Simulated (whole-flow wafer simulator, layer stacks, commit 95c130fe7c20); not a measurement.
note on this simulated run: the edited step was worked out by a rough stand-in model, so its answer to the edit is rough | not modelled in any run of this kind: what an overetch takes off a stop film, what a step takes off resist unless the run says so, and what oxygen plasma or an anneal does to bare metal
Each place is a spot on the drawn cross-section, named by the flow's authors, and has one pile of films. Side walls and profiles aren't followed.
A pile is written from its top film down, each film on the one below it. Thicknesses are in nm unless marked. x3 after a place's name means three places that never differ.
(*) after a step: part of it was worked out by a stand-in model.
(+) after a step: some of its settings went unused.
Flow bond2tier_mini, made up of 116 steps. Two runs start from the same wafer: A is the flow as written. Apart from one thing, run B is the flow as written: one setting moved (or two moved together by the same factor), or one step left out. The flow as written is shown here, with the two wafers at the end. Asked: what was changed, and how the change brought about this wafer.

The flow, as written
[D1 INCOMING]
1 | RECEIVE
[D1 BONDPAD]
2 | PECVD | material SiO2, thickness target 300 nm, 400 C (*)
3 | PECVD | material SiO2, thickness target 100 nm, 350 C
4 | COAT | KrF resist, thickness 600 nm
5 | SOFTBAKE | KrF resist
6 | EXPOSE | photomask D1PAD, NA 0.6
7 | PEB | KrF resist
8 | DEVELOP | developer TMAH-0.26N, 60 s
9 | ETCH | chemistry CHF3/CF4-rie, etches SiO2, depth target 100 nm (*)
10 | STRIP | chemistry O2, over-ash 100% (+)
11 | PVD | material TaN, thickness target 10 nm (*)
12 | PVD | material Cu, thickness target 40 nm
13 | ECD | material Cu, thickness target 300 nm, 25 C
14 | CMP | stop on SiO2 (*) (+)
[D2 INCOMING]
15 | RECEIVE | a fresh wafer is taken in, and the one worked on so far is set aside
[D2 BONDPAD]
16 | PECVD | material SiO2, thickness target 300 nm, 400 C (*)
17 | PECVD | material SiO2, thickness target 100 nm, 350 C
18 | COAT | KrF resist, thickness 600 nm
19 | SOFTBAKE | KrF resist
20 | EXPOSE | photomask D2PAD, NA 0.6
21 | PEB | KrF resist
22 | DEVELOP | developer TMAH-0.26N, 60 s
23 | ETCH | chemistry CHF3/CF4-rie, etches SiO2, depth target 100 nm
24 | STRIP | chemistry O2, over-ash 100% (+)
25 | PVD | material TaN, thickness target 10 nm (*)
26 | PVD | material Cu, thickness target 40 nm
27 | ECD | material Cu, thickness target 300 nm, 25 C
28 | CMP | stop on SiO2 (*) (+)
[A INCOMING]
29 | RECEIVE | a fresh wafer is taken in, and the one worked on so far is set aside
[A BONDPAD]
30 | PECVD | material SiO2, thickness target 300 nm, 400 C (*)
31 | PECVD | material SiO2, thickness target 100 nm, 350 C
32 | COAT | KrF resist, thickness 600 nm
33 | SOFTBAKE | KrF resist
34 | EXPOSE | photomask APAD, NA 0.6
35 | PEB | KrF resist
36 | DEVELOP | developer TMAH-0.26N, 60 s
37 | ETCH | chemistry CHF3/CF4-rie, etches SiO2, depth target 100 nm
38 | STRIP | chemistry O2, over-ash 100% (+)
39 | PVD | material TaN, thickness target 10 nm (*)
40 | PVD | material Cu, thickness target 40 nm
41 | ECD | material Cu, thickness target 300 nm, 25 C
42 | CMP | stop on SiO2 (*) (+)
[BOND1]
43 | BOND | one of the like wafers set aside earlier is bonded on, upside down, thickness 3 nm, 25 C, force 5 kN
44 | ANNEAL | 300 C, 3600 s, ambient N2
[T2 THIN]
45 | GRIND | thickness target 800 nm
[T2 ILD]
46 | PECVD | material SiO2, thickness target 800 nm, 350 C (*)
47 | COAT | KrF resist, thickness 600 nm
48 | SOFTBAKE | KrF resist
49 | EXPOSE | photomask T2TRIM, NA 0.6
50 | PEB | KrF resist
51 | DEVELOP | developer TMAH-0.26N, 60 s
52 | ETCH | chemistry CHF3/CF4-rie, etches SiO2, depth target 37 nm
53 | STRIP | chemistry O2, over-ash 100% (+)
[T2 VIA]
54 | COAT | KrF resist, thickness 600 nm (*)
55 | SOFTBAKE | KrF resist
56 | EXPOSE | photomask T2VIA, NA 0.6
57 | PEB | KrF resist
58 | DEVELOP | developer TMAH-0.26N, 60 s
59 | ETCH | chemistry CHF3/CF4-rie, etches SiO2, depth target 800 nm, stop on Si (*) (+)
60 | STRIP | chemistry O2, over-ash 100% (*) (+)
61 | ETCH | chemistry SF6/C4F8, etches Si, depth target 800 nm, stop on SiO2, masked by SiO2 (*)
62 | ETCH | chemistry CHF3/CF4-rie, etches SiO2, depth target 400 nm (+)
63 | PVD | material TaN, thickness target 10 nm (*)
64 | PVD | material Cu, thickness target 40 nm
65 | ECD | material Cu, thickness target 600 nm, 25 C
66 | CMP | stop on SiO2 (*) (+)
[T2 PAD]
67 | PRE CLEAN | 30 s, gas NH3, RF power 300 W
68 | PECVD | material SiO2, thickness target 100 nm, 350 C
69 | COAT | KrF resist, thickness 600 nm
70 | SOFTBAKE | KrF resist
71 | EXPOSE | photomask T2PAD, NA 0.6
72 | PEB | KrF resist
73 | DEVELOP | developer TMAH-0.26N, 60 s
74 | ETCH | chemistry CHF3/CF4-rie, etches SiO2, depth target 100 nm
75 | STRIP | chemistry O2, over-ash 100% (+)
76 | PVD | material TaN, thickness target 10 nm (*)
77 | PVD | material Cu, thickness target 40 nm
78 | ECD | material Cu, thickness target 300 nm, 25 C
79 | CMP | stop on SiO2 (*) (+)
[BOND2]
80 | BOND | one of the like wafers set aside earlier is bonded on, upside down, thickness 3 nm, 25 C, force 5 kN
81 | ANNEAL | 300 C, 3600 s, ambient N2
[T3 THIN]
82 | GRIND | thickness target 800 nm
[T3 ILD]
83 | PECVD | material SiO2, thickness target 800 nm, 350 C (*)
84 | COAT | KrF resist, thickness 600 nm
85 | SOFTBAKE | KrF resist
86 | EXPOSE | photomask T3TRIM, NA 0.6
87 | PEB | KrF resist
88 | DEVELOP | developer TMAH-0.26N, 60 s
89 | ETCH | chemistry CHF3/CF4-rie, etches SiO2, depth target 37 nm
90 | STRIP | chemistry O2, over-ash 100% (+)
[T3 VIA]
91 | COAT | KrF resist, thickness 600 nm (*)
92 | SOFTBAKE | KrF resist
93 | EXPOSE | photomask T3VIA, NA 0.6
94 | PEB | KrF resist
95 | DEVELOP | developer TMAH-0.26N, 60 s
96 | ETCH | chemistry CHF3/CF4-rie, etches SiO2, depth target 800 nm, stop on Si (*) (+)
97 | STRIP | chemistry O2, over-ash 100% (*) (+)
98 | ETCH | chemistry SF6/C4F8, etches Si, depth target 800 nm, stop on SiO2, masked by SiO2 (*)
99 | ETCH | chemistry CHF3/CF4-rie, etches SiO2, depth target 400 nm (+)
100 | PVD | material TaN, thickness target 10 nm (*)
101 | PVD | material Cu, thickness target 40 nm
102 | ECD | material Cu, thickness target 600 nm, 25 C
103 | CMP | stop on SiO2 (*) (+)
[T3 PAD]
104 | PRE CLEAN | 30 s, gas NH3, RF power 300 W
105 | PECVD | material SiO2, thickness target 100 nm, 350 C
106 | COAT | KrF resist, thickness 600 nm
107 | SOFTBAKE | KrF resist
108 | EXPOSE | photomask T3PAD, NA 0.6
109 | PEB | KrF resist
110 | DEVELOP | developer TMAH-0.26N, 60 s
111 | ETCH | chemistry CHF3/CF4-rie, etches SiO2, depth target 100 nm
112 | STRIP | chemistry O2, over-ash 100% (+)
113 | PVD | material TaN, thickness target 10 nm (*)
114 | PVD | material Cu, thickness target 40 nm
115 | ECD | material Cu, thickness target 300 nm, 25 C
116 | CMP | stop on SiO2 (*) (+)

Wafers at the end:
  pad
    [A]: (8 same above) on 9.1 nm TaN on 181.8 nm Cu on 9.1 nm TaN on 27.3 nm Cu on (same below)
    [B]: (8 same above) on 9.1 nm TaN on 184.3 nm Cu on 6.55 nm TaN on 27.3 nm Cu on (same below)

What caused this: step 76, PVD: thickness target 7.2 nm was run, though the flow has thickness target 10 nm.

How this came from the change, step by step:
  76 | PVD | material TaN, thickness target 10 nm (*)
      field: A +10 TaN (new film) | B +7.2 TaN (new film)
      pad: A +9.1 TaN (new film) | B +6.55 TaN (new film)
  79 | CMP | stop on SiO2 (*) (+)
      field: A -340 Cu (all of it), -10 TaN (all of it) | B -340 Cu (all of it), -7.2 TaN (all of it)
